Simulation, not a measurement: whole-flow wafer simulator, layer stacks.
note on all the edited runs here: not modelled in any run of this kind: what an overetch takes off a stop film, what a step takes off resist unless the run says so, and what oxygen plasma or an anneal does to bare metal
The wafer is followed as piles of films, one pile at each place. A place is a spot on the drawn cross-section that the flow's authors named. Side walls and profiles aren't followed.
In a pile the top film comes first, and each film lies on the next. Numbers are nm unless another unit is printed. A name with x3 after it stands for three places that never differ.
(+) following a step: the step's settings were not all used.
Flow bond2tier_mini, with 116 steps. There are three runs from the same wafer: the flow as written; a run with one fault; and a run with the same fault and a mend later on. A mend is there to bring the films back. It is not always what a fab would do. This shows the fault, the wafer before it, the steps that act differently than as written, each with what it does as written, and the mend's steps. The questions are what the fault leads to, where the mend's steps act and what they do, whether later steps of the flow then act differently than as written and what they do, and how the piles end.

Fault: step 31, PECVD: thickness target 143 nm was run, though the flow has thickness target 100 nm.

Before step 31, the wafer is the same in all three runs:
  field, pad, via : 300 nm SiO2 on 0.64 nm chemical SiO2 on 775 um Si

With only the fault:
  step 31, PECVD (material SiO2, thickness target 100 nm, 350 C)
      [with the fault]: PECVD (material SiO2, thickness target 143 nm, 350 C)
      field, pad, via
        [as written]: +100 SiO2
        [with the fault]: +143 SiO2
  Later steps of the flow that are run all act as written at every place that is followed.
  The piles end different from the flow's at field, pad by more than 2% or 0.5 nm, whichever is larger.
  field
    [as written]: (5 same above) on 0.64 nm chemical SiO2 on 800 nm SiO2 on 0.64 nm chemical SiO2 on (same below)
    [with the fault]: (5 same above) on 0.64 nm chemical SiO2 on 843 nm SiO2 on 0.64 nm chemical SiO2 on (same below)
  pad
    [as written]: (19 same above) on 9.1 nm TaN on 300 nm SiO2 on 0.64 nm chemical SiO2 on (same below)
    [with the fault]: (19 same above) on 9.1 nm TaN on 343 nm SiO2 on 0.64 nm chemical SiO2 on (same below)

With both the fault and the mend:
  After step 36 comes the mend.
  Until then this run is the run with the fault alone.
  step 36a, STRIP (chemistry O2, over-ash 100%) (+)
      field
        -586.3 KrF resist (all of it)
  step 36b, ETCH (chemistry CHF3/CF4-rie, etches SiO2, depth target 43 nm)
      field, pad, via
        -43 SiO2
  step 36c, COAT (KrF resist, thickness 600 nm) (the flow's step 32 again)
      field, pad, via
        +600 KrF resist (new film)
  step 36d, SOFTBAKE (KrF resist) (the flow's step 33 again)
      leaves every film unchanged at each place that is followed
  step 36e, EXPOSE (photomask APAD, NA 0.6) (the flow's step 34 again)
      leaves every film unchanged at each place that is followed
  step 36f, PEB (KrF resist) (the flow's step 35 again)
      leaves every film unchanged at each place that is followed
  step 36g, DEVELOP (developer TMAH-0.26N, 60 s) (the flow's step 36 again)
      pad, via
        -600 KrF resist (all of it)
      field
        -13.7 KrF resist
  Later steps of the flow that are run all act as written at every place that is followed.
  By the end, the piles equal the flow's at every place that both follow.
